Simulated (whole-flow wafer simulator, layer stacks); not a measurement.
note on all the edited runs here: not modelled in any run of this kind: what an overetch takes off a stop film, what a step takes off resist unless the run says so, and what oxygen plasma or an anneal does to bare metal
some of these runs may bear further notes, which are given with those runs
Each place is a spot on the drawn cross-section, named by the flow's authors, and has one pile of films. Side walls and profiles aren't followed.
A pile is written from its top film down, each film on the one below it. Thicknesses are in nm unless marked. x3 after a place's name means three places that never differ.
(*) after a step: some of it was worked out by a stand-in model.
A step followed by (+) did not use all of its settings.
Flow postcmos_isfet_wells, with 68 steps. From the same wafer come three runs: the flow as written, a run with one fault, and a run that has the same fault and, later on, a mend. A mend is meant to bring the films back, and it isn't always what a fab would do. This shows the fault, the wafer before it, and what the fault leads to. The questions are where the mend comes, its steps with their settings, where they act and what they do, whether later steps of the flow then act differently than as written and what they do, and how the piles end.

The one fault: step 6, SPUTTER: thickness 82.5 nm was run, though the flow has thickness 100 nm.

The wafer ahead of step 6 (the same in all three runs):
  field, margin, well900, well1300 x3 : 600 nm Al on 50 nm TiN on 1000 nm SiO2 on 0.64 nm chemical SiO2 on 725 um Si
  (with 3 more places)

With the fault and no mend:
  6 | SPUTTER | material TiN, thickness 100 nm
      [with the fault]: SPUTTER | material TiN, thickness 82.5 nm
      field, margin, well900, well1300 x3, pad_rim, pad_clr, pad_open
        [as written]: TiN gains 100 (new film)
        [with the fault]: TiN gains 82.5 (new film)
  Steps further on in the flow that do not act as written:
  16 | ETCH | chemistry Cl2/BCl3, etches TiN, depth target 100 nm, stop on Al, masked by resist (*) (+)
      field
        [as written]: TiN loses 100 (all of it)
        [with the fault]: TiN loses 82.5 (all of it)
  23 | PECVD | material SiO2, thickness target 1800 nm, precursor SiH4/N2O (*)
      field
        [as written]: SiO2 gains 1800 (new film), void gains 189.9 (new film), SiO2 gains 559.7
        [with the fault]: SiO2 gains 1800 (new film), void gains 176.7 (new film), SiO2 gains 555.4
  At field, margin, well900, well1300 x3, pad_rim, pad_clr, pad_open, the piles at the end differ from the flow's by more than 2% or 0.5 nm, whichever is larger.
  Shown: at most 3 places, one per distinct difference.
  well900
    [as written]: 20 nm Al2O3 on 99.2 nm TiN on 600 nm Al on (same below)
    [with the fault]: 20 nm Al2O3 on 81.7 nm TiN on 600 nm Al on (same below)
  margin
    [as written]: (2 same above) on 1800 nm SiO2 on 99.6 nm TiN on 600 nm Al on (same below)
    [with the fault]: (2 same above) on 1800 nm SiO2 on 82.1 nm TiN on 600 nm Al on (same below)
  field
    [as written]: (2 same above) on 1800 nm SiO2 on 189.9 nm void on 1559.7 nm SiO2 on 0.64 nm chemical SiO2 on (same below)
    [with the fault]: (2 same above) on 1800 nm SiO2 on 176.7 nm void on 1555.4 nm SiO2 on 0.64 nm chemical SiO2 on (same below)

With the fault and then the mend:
  The mend follows step 15.
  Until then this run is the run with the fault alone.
  15a | STRIP | chemistry O2, 600 s (+)
      margin, well900, well1300 x3, pad_rim, pad_clr, pad_open
        KrF resist loses 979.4 (all of it)
  15b | SPUTTER | material TiN, thickness 17.5 nm (a further turn of the flow's step 6, with different settings)
      field, margin, well900, well1300 x3, pad_rim, pad_clr, pad_open
        TiN gains 17.5
  15c | HMDS | 30 s (a further turn of the flow's step 8)
      leaves every film unchanged at each place that is followed
  15d | COAT | KrF resist (a further turn of the flow's step 9)
      field, margin, well900, well1300 x3, pad_rim, pad_clr, pad_open
        KrF resist gains 1000 (new film)
  15e | SOFTBAKE | material KrF resist (a further turn of the flow's step 10)
      leaves every film unchanged at each place that is followed
  15f | EBR (a further turn of the flow's step 11)
      leaves every film unchanged at each place that is followed
  15g | EXPOSE | photomask PLATE, NA 0.55, wavelength 248 nm (*) (a further turn of the flow's step 12)
      leaves every film unchanged at each place that is followed
  15h | PEB (a further turn of the flow's step 13)
      field, margin, well900, well1300 x3, pad_rim, pad_clr, pad_open
        KrF resist loses 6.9
  15i | DEVELOP | 60 s (a further turn of the flow's step 14)
      margin, well900, well1300 x3, pad_rim, pad_clr, pad_open
        KrF resist loses 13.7
      field
        KrF resist loses 993.1 (all of it)
  Every later step of the flow that is run acts as written at every place that is followed.
  By the end, the piles equal the flow's at every place that both follow.
